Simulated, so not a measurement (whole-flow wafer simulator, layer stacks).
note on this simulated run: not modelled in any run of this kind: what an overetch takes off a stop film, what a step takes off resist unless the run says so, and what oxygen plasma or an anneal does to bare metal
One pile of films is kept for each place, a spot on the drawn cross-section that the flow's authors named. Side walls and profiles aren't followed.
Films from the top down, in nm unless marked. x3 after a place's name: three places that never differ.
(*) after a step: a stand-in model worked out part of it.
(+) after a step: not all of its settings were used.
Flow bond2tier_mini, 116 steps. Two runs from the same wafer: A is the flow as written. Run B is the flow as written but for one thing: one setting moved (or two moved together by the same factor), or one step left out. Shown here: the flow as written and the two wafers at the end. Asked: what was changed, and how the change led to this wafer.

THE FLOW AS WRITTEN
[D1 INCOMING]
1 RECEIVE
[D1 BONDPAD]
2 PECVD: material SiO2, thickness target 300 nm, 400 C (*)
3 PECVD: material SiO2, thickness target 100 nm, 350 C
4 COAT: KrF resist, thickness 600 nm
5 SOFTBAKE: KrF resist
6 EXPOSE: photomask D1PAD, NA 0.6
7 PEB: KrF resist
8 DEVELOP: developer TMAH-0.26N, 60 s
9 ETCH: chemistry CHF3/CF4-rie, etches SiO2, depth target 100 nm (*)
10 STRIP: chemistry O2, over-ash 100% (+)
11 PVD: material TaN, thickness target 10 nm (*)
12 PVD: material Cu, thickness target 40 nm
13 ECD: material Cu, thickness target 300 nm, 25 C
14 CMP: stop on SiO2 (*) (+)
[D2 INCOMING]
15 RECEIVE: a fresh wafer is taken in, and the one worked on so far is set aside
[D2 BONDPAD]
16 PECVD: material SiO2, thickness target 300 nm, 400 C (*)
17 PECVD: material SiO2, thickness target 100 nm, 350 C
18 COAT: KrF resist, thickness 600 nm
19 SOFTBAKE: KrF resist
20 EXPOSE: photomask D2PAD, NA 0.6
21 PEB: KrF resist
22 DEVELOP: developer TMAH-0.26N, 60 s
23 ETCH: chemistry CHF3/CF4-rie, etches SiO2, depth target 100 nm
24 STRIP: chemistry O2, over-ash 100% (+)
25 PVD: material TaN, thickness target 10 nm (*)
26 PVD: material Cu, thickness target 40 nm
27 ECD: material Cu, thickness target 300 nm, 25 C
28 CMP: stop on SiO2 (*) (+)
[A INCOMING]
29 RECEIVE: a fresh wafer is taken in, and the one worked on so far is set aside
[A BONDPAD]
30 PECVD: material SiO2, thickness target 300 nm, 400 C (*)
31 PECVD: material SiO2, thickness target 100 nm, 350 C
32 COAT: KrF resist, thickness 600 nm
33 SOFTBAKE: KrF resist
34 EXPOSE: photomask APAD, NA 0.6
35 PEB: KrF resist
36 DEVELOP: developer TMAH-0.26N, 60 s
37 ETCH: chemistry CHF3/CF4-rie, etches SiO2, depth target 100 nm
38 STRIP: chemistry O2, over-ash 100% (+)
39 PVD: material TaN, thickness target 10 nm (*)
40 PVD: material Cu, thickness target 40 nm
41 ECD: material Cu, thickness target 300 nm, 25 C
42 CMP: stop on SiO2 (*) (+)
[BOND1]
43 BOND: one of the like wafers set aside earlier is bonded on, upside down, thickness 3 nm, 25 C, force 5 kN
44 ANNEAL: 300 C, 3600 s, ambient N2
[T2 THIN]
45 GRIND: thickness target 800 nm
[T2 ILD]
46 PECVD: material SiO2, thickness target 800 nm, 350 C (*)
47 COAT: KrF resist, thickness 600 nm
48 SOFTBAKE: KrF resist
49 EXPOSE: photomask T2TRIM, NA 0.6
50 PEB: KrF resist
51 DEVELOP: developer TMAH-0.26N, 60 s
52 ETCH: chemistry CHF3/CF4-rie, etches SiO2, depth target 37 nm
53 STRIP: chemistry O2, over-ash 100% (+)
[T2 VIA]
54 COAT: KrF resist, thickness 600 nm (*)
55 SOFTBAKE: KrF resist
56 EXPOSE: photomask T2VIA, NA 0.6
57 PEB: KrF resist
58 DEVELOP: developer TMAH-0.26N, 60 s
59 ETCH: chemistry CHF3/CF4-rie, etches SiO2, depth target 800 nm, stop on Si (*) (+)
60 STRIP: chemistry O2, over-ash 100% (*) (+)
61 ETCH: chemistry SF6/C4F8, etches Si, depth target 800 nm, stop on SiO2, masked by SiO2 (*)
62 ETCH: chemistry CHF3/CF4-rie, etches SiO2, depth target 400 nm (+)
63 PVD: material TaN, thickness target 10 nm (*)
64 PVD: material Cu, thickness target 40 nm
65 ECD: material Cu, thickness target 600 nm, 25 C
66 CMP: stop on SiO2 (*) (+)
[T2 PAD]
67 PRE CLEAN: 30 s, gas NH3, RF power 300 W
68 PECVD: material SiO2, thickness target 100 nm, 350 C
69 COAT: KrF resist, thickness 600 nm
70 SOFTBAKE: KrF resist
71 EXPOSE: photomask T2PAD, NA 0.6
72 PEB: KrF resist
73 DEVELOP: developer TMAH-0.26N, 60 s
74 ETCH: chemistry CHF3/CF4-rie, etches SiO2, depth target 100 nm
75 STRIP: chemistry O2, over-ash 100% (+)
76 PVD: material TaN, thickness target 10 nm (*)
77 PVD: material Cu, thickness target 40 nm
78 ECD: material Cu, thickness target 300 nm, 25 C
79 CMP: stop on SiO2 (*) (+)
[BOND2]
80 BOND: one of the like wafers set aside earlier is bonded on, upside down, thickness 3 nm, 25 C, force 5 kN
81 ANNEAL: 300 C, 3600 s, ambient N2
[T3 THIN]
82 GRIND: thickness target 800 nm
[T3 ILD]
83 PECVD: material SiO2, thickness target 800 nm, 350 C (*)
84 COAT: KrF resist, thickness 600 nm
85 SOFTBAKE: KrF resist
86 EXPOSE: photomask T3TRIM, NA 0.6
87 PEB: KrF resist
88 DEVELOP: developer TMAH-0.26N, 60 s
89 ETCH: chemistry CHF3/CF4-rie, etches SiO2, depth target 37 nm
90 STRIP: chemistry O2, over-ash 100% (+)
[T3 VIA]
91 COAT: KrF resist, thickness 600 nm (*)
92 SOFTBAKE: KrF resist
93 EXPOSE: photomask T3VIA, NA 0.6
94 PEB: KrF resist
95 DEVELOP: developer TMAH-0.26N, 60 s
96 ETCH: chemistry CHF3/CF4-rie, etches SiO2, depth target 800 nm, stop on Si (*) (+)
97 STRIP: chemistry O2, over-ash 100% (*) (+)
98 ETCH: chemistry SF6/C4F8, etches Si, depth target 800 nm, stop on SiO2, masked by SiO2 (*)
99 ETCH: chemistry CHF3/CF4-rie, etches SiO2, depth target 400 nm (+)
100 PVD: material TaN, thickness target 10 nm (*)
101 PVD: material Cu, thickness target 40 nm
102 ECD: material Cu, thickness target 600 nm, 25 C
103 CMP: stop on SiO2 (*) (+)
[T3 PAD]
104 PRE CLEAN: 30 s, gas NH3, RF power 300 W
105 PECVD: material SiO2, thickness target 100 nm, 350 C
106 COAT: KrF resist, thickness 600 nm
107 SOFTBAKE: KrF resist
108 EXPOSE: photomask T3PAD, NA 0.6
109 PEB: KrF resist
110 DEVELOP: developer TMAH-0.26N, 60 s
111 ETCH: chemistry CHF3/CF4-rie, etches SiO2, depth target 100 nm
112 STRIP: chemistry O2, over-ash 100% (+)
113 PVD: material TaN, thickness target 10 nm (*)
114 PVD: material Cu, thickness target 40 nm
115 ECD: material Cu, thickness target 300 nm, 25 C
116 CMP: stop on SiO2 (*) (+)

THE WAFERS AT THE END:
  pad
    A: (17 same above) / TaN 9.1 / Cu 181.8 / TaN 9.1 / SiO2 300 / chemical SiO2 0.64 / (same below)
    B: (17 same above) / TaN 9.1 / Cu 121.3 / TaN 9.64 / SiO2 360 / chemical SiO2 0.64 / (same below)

The cause: step 37, ETCH: depth target 40 nm was run, where the flow has depth target 100 nm.

How the change led to this, step by step:
  37 ETCH: chemistry CHF3/CF4-rie, etches SiO2, depth target 100 nm
      pad, via: A SiO2 -100 | B SiO2 -40
      field: A KrF resist -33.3 | B KrF resist -13.3
  38 STRIP: chemistry O2, over-ash 100% (+)
      field: A KrF resist -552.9 (all of it) | B KrF resist -572.9 (all of it)
  39 PVD: material TaN, thickness target 10 nm (*)
      pad: A TaN +9.1 (new film) | B TaN +9.64 (new film)
  40 PVD: material Cu, thickness target 40 nm
      pad: A Cu +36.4 (new film) | B Cu +38.5 (new film)
  41 ECD: material Cu, thickness target 300 nm, 25 C
      pad: A Cu +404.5 | B Cu +341.8
      via: A Cu +400.2 | B Cu +340
